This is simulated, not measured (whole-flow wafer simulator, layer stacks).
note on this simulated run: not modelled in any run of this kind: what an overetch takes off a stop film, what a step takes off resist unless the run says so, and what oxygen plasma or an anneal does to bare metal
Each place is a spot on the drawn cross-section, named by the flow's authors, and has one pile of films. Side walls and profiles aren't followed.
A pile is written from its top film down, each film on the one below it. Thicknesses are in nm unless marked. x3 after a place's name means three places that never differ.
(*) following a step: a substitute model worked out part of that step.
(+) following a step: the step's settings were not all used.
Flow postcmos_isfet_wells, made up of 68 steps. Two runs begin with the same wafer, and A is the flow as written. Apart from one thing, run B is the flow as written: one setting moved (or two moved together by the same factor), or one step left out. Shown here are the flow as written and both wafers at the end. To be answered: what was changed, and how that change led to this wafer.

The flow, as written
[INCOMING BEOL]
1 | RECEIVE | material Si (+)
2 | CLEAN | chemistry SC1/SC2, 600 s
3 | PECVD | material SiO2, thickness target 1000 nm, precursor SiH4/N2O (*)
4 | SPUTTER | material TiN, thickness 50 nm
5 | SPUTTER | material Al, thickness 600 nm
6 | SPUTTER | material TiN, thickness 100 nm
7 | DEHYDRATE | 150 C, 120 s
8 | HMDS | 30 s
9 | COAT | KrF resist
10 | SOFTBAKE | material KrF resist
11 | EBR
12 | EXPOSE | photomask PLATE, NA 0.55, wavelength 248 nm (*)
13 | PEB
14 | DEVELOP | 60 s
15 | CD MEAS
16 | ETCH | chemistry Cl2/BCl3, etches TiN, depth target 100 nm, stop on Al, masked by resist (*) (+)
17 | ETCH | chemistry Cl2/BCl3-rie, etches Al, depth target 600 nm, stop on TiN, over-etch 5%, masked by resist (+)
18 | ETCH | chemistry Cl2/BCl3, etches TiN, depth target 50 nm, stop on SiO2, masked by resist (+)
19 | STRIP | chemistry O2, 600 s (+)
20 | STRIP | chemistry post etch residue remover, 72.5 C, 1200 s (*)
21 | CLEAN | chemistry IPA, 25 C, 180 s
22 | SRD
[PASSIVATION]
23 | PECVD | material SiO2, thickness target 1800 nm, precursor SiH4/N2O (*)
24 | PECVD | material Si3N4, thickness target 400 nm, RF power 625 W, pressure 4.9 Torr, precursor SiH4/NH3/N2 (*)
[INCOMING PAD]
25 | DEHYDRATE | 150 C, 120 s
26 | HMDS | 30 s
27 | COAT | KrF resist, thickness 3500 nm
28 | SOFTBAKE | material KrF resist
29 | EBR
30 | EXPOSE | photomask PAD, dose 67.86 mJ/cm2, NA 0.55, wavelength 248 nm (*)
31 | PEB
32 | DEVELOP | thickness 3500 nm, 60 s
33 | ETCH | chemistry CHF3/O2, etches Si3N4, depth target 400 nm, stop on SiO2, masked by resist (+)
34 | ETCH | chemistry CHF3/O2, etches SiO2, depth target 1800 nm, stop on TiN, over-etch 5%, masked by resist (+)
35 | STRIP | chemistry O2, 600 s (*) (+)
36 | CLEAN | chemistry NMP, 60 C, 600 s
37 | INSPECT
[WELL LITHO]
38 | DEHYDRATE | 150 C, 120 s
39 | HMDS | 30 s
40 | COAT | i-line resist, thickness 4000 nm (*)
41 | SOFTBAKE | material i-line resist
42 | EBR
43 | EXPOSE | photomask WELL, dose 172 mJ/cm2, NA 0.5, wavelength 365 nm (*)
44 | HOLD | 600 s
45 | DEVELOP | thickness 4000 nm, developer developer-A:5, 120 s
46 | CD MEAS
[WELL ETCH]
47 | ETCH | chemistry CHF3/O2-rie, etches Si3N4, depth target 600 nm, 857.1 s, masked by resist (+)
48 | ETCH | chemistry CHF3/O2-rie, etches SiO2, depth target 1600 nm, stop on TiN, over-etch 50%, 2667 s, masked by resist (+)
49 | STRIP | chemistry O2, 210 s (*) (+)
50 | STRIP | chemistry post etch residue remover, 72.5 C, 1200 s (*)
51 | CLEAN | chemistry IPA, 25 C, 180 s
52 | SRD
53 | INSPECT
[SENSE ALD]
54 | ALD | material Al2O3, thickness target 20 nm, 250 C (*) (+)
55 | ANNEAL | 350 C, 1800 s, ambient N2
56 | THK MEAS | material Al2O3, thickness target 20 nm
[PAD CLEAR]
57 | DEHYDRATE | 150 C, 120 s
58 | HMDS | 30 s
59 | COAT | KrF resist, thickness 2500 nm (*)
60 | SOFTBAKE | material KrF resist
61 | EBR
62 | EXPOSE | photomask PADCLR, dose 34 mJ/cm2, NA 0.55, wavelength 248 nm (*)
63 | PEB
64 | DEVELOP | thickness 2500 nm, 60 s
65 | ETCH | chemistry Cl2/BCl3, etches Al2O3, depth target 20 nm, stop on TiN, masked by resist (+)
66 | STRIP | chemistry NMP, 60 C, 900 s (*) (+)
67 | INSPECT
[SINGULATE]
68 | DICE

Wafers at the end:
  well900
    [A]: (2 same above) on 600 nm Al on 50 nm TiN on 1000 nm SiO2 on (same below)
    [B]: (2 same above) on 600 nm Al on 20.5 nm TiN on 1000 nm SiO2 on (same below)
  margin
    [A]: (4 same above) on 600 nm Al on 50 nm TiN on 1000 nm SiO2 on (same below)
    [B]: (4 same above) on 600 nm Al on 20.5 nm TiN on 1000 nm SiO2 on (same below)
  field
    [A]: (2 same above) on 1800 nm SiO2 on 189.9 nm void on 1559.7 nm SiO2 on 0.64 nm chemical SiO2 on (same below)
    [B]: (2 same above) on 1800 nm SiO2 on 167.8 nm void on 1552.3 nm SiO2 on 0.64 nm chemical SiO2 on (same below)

The reason: step 4, SPUTTER: thickness 20.5 nm was run, while the flow as written has thickness 50 nm.
The wafer itself shows it: well900 has TiN 20.5, and step 4 as written asks for 50 nm.

The path from the change to this, step by step:
  4 | SPUTTER | material TiN, thickness 50 nm
      field, margin, well900, well1300 x3, pad_rim, pad_clr, pad_open: A +50 TiN (new film) | B +20.5 TiN (new film)
  18 | ETCH | chemistry Cl2/BCl3, etches TiN, depth target 50 nm, stop on SiO2, masked by resist (+)
      margin, well900, well1300 x3, pad_rim, pad_clr, pad_open: A -20 KrF resist | B -12.3 KrF resist
      field: A -50 TiN (all of it) | B -20.5 TiN (all of it)
  23 | PECVD | material SiO2, thickness target 1800 nm, precursor SiH4/N2O (*)
      field: A +1800 SiO2 (new film), +189.9 void (new film), +559.7 SiO2 | B +1800 SiO2 (new film), +167.8 void (new film), +552.3 SiO2
